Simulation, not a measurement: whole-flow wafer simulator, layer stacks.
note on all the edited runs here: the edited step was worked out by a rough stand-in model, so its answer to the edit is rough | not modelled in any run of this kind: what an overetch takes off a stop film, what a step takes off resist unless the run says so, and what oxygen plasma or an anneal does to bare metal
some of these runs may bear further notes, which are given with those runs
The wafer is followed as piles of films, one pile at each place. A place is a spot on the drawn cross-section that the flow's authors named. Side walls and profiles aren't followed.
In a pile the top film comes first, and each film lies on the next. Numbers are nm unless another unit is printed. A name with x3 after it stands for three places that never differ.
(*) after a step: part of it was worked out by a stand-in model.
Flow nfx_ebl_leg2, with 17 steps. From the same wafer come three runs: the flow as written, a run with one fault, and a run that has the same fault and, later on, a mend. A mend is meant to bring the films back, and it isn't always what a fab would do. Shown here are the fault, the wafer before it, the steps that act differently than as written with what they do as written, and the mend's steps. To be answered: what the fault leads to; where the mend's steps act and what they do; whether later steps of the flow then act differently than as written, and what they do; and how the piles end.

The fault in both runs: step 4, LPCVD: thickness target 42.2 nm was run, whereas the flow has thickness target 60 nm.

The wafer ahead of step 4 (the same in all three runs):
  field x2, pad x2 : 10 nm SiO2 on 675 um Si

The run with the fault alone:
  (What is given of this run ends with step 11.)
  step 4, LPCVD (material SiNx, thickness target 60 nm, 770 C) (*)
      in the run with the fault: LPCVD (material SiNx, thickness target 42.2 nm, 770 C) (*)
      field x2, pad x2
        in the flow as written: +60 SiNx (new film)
        in the run with the fault: +42.2 SiNx (new film)
  Every later step of the flow up to step 11 that is run acts as written at every place that is followed.
  After step 11, at field x2, pad x2, the piles differ from the flow's by more than 2% or 0.5 nm, whichever is larger.
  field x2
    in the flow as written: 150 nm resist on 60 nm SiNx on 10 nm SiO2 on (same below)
    in the run with the fault: 150 nm resist on 42.2 nm SiNx on 10 nm SiO2 on (same below)
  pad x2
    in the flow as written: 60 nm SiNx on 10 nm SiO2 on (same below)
    in the run with the fault: 42.2 nm SiNx on 10 nm SiO2 on (same below)

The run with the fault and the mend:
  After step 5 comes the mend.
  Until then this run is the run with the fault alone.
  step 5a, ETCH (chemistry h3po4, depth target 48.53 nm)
      field x2, pad x2
        -42.2 SiNx (all of it)
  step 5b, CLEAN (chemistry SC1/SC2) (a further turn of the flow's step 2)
      leaves every film unchanged at each place that is followed
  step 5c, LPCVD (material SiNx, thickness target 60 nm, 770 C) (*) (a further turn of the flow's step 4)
      field x2, pad x2
        +60 SiNx (new film)
  Every later step of the flow that is run acts as written at every place that is followed.
  The piles end the same as the flow's at every place that both follow.
